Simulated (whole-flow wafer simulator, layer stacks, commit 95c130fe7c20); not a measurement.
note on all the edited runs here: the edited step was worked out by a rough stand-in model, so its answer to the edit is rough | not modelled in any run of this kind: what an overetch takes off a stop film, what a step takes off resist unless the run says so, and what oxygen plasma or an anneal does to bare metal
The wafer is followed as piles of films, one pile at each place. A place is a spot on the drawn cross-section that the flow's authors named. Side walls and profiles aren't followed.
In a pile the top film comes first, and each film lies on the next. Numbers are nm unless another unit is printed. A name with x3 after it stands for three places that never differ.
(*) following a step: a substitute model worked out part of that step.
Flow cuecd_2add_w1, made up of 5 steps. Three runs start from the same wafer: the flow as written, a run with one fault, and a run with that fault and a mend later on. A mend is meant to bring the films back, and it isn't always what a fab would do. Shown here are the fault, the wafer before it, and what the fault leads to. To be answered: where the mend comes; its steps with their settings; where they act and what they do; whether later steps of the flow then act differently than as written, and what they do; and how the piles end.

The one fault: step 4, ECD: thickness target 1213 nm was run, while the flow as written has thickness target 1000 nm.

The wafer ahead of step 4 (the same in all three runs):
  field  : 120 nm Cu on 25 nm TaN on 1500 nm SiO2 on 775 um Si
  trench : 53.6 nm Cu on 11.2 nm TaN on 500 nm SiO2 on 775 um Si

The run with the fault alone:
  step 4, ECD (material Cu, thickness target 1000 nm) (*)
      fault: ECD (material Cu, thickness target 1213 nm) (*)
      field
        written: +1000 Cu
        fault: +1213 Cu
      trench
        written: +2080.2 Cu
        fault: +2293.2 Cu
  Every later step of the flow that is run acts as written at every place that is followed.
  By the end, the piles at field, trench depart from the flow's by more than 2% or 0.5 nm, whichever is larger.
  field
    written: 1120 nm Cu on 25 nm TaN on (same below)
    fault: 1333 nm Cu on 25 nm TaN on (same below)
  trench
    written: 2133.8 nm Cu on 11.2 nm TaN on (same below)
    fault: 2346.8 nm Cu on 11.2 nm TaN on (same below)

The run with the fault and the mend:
  After step 5 comes the mend.
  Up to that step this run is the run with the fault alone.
  step 5a, ETCH (chemistry cu recess dil, depth target 213 nm)
      field, trench
        -213 Cu
  Every later step of the flow that is run acts as written at every place that is followed.
  By the end, the piles equal the flow's at every place that both follow.
